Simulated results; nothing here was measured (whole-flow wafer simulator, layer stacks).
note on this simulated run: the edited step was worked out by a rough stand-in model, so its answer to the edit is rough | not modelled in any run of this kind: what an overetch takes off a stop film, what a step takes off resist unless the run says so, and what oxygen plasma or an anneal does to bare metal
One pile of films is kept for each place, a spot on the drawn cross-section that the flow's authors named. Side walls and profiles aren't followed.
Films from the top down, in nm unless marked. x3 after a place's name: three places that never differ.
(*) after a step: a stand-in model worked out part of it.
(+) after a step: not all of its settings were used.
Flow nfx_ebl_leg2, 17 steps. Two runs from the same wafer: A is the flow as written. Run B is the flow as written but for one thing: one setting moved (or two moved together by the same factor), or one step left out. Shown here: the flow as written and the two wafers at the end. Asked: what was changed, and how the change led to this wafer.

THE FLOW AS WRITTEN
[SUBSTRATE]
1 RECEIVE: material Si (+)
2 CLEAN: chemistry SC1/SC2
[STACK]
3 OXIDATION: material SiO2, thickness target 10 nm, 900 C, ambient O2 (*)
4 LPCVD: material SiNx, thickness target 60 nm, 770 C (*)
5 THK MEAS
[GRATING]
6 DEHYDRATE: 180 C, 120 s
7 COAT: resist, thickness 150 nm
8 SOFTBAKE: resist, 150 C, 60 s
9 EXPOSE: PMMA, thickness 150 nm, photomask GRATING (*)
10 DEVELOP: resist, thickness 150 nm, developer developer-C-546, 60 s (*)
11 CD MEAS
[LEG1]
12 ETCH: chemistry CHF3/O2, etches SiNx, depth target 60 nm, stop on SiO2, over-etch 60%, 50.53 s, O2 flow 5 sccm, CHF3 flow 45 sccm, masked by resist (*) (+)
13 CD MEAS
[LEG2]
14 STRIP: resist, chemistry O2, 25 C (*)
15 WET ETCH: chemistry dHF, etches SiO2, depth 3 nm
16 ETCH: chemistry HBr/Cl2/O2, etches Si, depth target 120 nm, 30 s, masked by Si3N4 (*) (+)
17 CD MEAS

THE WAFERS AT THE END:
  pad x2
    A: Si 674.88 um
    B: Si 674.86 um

The cause: step 16, ETCH: depth target 138 nm was run, where the flow has depth target 120 nm.

How the change led to this, step by step:
  16 ETCH: chemistry HBr/Cl2/O2, etches Si, depth target 120 nm, 30 s, masked by Si3N4 (*) (+)
      pad x2: A Si -120 | B Si -138
